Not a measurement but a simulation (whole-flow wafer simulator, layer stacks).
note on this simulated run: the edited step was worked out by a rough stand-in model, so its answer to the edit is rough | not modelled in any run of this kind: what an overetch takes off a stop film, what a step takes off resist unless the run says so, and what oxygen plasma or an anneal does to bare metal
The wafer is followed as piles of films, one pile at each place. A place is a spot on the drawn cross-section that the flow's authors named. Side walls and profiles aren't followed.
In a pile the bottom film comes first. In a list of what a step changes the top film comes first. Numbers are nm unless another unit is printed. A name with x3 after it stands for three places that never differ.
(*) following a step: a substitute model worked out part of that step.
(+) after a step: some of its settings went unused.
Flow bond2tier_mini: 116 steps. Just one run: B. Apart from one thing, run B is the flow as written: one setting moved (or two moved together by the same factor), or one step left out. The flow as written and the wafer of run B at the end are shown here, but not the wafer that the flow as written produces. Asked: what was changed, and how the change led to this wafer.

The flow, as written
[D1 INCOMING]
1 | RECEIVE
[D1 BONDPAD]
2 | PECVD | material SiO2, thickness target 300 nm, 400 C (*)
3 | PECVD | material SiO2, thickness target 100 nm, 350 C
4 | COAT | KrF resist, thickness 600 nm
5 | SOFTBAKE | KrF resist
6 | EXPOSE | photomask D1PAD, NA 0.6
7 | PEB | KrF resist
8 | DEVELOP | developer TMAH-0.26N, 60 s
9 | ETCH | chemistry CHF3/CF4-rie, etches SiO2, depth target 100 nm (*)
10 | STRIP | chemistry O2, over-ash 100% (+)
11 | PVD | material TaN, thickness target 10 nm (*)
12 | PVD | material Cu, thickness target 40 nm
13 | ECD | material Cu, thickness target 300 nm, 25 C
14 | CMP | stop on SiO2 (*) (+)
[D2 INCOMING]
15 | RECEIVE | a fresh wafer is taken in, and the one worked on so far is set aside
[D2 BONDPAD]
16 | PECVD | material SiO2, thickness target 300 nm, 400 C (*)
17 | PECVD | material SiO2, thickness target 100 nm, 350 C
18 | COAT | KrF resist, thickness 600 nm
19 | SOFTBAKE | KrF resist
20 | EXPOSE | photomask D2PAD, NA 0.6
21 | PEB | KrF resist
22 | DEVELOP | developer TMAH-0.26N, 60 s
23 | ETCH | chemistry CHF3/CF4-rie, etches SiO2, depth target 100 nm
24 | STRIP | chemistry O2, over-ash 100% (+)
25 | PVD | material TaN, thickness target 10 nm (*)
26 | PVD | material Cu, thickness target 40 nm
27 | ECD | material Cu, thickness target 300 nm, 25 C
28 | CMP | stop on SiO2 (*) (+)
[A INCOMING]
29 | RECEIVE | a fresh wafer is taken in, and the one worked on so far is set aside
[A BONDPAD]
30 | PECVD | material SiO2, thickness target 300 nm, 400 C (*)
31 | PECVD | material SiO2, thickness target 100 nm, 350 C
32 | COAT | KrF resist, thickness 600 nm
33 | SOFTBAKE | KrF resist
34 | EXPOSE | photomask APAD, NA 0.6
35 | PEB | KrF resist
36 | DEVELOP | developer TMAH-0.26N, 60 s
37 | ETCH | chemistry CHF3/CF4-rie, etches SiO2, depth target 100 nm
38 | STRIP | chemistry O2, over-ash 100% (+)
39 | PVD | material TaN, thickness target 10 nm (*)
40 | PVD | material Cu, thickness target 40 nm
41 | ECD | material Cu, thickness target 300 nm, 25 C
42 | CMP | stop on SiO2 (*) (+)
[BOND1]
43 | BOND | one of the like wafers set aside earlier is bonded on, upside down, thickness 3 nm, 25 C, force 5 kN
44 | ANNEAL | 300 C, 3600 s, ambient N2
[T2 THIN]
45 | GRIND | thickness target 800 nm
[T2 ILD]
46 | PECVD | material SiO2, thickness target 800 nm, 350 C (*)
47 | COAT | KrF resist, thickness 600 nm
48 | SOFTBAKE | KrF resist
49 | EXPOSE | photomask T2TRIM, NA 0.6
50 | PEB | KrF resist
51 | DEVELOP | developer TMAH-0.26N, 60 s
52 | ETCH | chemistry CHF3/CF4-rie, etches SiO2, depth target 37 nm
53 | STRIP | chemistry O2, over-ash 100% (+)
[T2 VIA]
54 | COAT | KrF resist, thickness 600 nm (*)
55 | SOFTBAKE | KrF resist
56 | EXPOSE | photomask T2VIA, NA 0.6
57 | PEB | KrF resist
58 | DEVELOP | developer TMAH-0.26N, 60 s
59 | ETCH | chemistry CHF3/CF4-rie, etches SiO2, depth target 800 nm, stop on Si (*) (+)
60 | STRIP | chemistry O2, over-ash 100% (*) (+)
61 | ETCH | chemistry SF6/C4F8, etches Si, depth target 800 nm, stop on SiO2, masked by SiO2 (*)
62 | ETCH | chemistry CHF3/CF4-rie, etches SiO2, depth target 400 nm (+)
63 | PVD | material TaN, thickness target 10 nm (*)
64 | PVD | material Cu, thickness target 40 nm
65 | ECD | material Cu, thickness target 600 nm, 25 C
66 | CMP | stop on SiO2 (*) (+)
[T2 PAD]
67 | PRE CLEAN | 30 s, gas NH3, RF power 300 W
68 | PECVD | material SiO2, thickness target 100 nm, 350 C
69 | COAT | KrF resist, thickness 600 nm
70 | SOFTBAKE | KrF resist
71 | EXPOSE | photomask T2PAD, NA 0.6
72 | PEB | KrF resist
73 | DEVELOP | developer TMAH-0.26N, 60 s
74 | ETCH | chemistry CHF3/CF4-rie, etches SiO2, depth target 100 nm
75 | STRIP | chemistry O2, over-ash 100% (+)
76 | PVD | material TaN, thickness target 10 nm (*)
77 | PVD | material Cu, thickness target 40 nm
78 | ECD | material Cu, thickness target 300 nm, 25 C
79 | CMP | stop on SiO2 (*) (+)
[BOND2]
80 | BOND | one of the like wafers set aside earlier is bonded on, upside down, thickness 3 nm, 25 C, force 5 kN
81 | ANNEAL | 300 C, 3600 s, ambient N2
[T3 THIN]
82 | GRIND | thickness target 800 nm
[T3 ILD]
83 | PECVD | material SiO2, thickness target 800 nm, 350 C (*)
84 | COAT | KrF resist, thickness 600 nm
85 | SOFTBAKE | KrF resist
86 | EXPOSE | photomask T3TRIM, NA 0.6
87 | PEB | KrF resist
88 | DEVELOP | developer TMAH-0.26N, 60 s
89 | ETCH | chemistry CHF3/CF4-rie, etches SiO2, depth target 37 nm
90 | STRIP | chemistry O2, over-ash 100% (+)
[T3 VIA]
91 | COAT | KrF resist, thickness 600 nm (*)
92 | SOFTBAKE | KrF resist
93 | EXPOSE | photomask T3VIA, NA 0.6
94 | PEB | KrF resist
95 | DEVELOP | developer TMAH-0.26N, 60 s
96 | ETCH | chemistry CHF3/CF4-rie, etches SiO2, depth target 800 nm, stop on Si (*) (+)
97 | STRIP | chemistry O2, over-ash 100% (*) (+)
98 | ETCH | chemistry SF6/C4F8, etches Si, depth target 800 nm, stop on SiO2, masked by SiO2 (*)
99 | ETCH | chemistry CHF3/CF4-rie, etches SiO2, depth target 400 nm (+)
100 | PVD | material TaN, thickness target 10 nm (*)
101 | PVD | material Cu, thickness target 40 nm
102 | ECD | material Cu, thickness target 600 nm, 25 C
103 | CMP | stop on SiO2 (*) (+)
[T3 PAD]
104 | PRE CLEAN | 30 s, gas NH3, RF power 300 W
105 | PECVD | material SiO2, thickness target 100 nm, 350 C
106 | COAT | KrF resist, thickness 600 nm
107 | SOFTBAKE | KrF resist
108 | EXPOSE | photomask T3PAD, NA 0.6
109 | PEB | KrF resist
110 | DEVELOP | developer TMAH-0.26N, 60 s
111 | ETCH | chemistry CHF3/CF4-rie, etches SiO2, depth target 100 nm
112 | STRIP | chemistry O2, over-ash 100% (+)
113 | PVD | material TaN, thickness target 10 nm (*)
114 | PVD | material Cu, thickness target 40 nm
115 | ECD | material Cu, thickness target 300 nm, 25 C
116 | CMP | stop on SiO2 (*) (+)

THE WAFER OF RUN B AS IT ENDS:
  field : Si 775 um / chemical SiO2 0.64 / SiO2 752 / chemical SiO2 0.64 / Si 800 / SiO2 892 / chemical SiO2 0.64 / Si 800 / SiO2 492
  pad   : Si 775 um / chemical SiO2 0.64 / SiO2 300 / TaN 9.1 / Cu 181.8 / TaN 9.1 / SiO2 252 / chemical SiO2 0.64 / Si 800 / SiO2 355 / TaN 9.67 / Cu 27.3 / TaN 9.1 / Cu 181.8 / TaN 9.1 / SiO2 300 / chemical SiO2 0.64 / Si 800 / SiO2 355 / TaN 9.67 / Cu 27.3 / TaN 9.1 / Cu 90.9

Cause: step 2, PECVD: thickness target 252 nm was run, while the flow as written has thickness target 300 nm.
One can read it off the wafer: pad has SiO2 252, and step 2 as written asks for 300 nm.

Step by step, how the change led to this:
  2 | PECVD | material SiO2, thickness target 300 nm, 400 C (*)
      field, pad, via: +252 SiO2 (new film) (as written it would have been: +300 SiO2 (new film))
  43 | BOND | one of the like wafers set aside earlier is bonded on, upside down, thickness 3 nm, 25 C, force 5 kN
      field: +775 um Si (new film), +0.64 chemical SiO2 (new film), +352 SiO2 (as written it would have been: +775 um Si (new film), +0.64 chemical SiO2 (new film), +400 SiO2)
      pad: +775 um Si (new film), +0.64 chemical SiO2 (new film), +252 SiO2 (new film), +9.1 TaN (new film), +90.9 Cu (as written it would have been: +775 um Si (new film), +0.64 chemical SiO2 (new film), +300 SiO2 (new film), +9.1 TaN (new film), +90.9 Cu)
      (and at 1 other place as well)
